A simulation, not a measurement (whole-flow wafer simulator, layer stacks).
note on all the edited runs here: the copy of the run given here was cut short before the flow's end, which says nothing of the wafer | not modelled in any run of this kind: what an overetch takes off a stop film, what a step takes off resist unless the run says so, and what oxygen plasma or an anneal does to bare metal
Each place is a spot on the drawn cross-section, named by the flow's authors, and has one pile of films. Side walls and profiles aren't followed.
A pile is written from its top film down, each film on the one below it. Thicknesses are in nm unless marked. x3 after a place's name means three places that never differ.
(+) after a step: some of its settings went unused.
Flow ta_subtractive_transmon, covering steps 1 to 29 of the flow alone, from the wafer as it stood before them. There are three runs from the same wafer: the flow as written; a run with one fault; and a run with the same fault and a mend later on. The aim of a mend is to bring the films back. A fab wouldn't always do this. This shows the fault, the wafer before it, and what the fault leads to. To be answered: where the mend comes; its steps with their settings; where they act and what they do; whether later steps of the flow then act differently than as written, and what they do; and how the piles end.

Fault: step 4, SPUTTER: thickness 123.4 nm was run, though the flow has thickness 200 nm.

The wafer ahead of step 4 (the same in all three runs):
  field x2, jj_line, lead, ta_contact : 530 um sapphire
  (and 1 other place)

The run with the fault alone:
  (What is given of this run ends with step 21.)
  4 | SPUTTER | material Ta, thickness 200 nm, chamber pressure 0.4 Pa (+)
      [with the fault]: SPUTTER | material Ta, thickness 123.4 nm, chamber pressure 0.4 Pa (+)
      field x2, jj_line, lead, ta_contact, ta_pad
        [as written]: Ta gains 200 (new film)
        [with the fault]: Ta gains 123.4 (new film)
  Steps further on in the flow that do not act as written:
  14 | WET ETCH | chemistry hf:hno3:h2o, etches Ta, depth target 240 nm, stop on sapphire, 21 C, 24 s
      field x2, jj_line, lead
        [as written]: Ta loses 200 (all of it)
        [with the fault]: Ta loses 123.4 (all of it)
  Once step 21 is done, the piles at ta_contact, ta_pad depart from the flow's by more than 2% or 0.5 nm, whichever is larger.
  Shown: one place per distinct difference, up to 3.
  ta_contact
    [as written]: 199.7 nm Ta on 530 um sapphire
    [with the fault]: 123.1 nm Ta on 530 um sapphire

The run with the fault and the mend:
  After step 4 comes the mend.
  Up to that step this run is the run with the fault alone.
  4a | SPUTTER | material Ta, thickness 76.6 nm, chamber pressure 0.4 Pa (+) (the flow's step 4 again, with other settings)
      field x2, jj_line, lead, ta_contact, ta_pad
        Ta gains 76.6
  Later steps of the flow that are run all act as written at every place that is followed.
  The piles end the same as the flow's at every place that both follow.
